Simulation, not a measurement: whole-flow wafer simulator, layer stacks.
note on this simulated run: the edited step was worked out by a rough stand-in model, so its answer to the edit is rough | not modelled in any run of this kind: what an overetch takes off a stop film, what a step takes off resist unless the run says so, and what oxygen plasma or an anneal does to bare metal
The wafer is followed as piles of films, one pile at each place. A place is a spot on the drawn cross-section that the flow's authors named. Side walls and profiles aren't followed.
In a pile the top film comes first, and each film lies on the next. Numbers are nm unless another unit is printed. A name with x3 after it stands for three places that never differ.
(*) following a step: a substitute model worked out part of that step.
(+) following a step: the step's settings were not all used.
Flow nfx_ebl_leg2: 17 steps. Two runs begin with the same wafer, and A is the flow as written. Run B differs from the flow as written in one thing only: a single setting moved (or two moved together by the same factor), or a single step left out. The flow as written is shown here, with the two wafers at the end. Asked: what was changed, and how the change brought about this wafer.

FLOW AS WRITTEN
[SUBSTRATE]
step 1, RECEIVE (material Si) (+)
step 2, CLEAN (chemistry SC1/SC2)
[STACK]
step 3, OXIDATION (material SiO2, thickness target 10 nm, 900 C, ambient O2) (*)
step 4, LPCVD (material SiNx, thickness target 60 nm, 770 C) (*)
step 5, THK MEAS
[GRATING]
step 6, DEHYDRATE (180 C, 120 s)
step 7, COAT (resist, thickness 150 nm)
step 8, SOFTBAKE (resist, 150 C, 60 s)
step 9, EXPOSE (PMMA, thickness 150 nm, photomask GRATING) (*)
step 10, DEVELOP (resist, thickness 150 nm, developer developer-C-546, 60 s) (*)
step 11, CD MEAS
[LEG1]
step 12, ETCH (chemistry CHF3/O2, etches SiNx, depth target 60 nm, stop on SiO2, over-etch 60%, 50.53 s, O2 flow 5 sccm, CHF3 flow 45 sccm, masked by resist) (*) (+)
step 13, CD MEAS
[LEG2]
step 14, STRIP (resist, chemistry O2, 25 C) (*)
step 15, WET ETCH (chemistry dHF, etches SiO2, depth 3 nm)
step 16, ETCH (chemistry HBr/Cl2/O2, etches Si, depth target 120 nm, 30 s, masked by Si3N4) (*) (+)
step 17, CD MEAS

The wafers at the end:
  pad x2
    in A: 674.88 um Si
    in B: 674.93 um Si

The reason: step 16, ETCH: depth target 63 nm was run, whereas the flow has depth target 120 nm.

Step by step, how the change led to this:
  step 16, ETCH (chemistry HBr/Cl2/O2, etches Si, depth target 120 nm, 30 s, masked by Si3N4) (*) (+)
      pad x2: A -120 Si | B -63 Si
